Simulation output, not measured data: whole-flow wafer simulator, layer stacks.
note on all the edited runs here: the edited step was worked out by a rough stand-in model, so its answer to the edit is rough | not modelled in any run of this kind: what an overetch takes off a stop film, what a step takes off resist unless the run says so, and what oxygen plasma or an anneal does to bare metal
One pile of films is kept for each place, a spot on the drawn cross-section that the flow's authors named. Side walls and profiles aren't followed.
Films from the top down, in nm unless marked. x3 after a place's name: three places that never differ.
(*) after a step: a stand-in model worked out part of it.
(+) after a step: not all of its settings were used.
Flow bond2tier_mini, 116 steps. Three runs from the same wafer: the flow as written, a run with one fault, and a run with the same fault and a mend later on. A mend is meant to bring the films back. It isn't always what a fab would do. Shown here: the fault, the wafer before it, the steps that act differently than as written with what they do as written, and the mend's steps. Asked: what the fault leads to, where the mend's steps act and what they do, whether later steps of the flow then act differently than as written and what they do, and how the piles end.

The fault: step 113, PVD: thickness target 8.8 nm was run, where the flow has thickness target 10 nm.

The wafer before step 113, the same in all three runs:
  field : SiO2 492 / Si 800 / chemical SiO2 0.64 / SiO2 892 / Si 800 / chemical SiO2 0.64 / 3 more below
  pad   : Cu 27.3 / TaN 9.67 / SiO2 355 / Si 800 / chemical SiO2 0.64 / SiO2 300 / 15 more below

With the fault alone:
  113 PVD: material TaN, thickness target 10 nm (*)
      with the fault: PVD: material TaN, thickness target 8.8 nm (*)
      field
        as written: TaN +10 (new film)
        with the fault: TaN +8.8 (new film)
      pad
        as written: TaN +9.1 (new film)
        with the fault: TaN +8.01 (new film)
  Later steps of the flow that act differently than as written (1 more step differs only slightly, by at most 2% or 0.5 nm, whichever is larger, and isn't shown):
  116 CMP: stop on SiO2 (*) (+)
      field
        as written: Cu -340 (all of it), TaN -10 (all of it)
        with the fault: Cu -340 (all of it), TaN -8.8 (all of it)
  At the end the piles differ from the flow's by more than 2% or 0.5 nm, whichever is larger, at pad.
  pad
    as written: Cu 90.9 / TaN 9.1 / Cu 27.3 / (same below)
    with the fault: Cu 92 / TaN 8.01 / Cu 27.3 / (same below)

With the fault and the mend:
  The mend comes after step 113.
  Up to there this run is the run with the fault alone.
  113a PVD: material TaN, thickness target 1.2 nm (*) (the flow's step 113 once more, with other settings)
      field
        TaN +1.2
      pad
        TaN +1.09
  No later step of the flow acts differently than as written at any place that is followed.
  At the end the piles are the same as the flow's at every place that both follow.
